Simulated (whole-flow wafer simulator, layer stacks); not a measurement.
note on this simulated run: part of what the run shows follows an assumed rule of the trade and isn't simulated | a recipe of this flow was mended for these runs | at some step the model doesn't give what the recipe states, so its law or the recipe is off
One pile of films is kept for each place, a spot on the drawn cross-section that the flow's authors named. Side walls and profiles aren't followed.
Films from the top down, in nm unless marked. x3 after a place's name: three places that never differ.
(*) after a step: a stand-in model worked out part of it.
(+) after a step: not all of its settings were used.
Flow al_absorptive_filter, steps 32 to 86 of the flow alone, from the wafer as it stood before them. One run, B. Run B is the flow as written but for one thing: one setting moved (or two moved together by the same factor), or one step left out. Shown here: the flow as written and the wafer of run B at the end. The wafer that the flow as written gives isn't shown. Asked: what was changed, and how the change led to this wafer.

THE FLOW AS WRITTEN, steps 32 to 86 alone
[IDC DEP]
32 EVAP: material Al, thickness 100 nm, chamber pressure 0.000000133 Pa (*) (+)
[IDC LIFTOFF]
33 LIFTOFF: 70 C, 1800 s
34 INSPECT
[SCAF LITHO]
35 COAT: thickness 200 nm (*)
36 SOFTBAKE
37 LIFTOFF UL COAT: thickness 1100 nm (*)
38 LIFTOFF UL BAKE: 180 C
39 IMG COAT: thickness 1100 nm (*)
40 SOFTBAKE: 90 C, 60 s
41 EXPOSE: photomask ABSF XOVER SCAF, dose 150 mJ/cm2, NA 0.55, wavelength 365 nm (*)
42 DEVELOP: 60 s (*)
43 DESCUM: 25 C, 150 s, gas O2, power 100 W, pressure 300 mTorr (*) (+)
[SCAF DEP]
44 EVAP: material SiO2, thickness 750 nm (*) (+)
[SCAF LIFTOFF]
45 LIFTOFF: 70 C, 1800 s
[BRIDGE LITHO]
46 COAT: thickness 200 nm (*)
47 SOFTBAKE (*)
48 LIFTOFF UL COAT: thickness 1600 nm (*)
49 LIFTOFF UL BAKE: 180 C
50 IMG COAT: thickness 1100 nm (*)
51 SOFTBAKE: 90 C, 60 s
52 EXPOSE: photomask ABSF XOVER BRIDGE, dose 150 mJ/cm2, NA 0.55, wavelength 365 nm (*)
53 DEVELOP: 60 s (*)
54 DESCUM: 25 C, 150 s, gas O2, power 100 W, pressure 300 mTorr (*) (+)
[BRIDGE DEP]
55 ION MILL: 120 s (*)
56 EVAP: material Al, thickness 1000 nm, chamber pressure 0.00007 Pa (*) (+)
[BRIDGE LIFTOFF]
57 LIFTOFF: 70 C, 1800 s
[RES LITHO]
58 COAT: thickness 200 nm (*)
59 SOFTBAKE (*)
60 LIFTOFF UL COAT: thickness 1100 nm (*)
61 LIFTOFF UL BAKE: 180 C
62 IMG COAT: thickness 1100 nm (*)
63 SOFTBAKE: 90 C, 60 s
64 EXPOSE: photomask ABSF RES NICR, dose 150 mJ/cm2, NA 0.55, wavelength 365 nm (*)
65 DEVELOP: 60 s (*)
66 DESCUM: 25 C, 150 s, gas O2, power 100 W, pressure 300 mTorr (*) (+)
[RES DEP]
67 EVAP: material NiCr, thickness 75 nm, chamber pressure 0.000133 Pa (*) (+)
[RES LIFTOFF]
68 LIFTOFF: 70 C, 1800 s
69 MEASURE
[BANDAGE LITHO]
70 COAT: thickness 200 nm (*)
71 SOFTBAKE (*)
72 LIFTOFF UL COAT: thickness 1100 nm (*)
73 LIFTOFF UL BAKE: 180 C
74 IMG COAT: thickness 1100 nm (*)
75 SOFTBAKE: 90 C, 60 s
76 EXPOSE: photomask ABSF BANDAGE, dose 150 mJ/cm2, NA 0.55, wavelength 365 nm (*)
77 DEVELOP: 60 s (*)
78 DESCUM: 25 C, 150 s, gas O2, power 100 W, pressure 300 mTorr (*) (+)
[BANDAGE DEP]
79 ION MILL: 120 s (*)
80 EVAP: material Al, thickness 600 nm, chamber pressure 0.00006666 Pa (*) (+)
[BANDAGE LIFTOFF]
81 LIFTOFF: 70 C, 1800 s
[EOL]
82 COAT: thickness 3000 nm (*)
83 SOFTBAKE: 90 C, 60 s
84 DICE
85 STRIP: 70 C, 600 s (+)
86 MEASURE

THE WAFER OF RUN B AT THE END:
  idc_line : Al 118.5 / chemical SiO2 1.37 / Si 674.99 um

The cause: step 32, EVAP: thickness 122 nm was run, where the flow has thickness 100 nm.

How the change led to this, step by step:
  32 EVAP: material Al, thickness 100 nm, chamber pressure 0.000000133 Pa (*) (+)
      gnd, pad_far, pad_near and 10 more: Al +122 (new film) (as written it would be: Al +100 (new film))
      idc_line: Al +118.5 (new film) (as written it would be: Al +100 (new film))
  33 LIFTOFF: 70 C, 1800 s
      gnd, xa_field, xa_margin, xa_strip, xl_land, idc_field, idc_space: Al -122 (all of it), e-beam-resist -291 (all of it) (as written it would be: Al -100 (all of it), e-beam-resist -291 (all of it))
      pad_far: Al -122 (all of it), e-beam-resist -287 (all of it) (as written it would be: Al -100 (all of it), e-beam-resist -287 (all of it))
      (and at 5 more places)
  35 COAT: thickness 200 nm (*)
      idc_line: acrylic-e-beam-resist +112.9 (new film) (as written it would be: acrylic-e-beam-resist +125.3 (new film))
      idc_space: acrylic-e-beam-resist +235 (new film) (as written it would be: acrylic-e-beam-resist +228.2 (new film))
  45 LIFTOFF: 70 C, 1800 s
      idc_line: SiO2 -750 (all of it), i-line-resist -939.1 (all of it), lift-off-underlayer -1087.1 (all of it), acrylic-e-beam-resist -112.9 (all of it) (as written it would be: SiO2 -750 (all of it), i-line-resist -939.2 (all of it), lift-off-underlayer -1090 (all of it), acrylic-e-beam-resist -125.3 (all of it))
      idc_space: SiO2 -750 (all of it), i-line-resist -939.1 (all of it), lift-off-underlayer -1084.3 (all of it), acrylic-e-beam-resist -235 (all of it) (as written it would be: SiO2 -750 (all of it), i-line-resist -939.1 (all of it), lift-off-underlayer -1087.8 (all of it), acrylic-e-beam-resist -228.2 (all of it))
  46 COAT: thickness 200 nm (*)
      idc_line: acrylic-e-beam-resist +118.6 (new film) (as written it would be: acrylic-e-beam-resist +129.8 (new film))
      idc_space: acrylic-e-beam-resist +236.8 (new film) (as written it would be: acrylic-e-beam-resist +229.8 (new film))
  57 LIFTOFF: 70 C, 1800 s
      idc_line: Al -1000 (all of it), i-line-resist -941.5 (all of it), lift-off-underlayer -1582 (all of it), acrylic-e-beam-resist -118.6 (all of it) (as written it would be: Al -1000 (all of it), i-line-resist -941.5 (all of it), lift-off-underlayer -1586.1 (all of it), acrylic-e-beam-resist -129.8 (all of it))
      idc_space: Al -1000 (all of it), i-line-resist -941.5 (all of it), lift-off-underlayer -1583 (all of it), acrylic-e-beam-resist -236.8 (all of it) (as written it would be: Al -1000 (all of it), i-line-resist -941.5 (all of it), lift-off-underlayer -1586.9 (all of it), acrylic-e-beam-resist -229.8 (all of it))
  58 COAT: thickness 200 nm (*)
      idc_line: acrylic-e-beam-resist +118.6 (new film) (as written it would be: acrylic-e-beam-resist +129.8 (new film))
      idc_space: acrylic-e-beam-resist +236.8 (new film) (as written it would be: acrylic-e-beam-resist +229.8 (new film))
  68 LIFTOFF: 70 C, 1800 s
      idc_line: NiCr -75 (all of it), i-line-resist -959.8 (all of it), lift-off-underlayer -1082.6 (all of it), acrylic-e-beam-resist -118.6 (all of it) (as written it would be: NiCr -75 (all of it), i-line-resist -959.8 (all of it), lift-off-underlayer -1086.6 (all of it), acrylic-e-beam-resist -129.8 (all of it))
      idc_space: NiCr -75 (all of it), i-line-resist -959.7 (all of it), lift-off-underlayer -1083.7 (all of it), acrylic-e-beam-resist -236.8 (all of it) (as written it would be: NiCr -75 (all of it), i-line-resist -959.8 (all of it), lift-off-underlayer -1087.4 (all of it), acrylic-e-beam-resist -229.8 (all of it))
  70 COAT: thickness 200 nm (*)
      idc_line: acrylic-e-beam-resist +118.6 (new film) (as written it would be: acrylic-e-beam-resist +129.8 (new film))
      idc_space: acrylic-e-beam-resist +236.8 (new film) (as written it would be: acrylic-e-beam-resist +229.8 (new film))
  81 LIFTOFF: 70 C, 1800 s
      idc_line: Al -600 (all of it), i-line-resist -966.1 (all of it), lift-off-underlayer -1082.6 (all of it), acrylic-e-beam-resist -118.6 (all of it) (as written it would be: Al -600 (all of it), i-line-resist -966.1 (all of it), lift-off-underlayer -1086.6 (all of it), acrylic-e-beam-resist -129.8 (all of it))
      idc_space: Al -600 (all of it), i-line-resist -966 (all of it), lift-off-underlayer -1083.7 (all of it), acrylic-e-beam-resist -236.8 (all of it) (as written it would be: Al -600 (all of it), i-line-resist -966.1 (all of it), lift-off-underlayer -1087.4 (all of it), acrylic-e-beam-resist -229.8 (all of it))
